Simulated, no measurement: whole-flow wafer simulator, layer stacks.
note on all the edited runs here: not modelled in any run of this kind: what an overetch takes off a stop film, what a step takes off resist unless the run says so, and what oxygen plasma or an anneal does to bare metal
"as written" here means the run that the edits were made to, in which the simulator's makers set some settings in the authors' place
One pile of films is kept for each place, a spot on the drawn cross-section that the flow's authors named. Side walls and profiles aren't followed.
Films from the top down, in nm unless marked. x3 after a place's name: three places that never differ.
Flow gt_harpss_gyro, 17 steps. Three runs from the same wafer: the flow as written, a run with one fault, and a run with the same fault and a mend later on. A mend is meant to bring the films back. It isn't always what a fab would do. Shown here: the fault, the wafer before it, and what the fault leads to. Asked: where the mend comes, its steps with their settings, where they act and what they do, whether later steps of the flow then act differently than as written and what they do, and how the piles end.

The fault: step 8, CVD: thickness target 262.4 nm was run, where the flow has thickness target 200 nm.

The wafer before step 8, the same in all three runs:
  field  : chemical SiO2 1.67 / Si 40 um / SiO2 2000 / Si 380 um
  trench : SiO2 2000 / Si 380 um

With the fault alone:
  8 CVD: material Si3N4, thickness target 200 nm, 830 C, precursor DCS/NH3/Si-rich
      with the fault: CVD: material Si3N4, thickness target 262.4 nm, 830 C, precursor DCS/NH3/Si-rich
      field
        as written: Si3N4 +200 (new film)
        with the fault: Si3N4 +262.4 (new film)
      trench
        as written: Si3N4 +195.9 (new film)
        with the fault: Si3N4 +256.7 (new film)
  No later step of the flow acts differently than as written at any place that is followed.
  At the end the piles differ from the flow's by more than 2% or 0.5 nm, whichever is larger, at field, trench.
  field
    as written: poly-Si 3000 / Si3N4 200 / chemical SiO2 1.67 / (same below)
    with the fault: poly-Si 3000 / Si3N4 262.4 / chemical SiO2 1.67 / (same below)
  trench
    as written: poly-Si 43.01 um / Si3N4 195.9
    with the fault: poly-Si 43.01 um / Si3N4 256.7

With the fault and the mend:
  The mend comes after step 8.
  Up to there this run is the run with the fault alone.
  8a ETCH: chemistry h3po4, depth target 62.23 nm
      field, trench
        Si3N4 -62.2
  No later step of the flow acts differently than as written at any place that is followed.
  At the end the piles differ from the flow's only slightly at the places that both follow, by at most 2% or 0.5 nm, whichever is larger.
